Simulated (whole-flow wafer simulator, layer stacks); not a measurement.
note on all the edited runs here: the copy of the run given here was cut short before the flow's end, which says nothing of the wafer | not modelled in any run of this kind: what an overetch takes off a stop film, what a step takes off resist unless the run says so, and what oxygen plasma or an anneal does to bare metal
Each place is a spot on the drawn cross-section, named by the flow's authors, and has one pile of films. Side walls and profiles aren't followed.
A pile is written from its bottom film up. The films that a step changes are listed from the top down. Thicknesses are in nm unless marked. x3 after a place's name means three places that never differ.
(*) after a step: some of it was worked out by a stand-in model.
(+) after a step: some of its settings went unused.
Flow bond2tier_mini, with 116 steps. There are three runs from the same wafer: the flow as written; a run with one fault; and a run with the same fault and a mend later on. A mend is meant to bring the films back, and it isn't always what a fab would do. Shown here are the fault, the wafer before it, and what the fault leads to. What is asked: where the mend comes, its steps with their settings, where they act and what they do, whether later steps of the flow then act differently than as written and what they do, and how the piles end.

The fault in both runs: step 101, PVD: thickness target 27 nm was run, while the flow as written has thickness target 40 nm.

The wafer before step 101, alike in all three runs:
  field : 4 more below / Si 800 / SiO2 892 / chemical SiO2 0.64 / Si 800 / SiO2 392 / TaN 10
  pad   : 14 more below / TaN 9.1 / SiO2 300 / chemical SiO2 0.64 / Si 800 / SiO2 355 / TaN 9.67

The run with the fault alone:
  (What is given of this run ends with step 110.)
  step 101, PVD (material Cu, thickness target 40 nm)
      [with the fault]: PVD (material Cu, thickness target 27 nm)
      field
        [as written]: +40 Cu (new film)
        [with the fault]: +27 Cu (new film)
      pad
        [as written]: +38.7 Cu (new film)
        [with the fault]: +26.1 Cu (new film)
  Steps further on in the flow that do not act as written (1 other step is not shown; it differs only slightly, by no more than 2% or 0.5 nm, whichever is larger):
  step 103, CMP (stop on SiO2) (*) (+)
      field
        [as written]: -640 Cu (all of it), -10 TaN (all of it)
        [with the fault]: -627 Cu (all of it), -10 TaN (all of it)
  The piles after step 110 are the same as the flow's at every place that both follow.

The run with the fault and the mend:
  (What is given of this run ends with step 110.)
  The mend stands after step 101.
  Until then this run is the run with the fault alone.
  step 101a, PVD (material Cu, thickness target 13 nm) (the flow's step 101 again, with other settings)
      field
        +13 Cu
      pad
        +12.5 Cu
  Later steps of the flow up to step 110 that are run all act as written at every place that is followed.
  The piles after step 110 are the same as the flow's at every place that both follow.
